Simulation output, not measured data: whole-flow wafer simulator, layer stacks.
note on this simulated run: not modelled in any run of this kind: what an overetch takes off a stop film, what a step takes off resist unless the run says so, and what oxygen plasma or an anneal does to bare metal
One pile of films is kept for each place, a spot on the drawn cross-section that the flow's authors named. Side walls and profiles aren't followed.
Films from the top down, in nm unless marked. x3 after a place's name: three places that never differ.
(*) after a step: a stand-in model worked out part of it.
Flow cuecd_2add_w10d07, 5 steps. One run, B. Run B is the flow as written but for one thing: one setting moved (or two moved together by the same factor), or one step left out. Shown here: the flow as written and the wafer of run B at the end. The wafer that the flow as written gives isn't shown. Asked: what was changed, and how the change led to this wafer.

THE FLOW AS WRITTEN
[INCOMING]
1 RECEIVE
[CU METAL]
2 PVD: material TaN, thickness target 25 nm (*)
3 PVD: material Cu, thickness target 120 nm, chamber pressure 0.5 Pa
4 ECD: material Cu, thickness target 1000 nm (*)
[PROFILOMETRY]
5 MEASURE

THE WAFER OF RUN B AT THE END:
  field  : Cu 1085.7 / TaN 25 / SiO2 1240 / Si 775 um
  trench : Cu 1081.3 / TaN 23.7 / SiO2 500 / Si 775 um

The cause: step 3, PVD: thickness target 85.7 nm was run, where the flow has thickness target 120 nm.

How the change led to this, step by step:
  3 PVD: material Cu, thickness target 120 nm, chamber pressure 0.5 Pa
      field: Cu +85.7 (new film) (as written it would be: Cu +120 (new film))
      trench: Cu +81.3 (new film) (as written it would be: Cu +114 (new film))
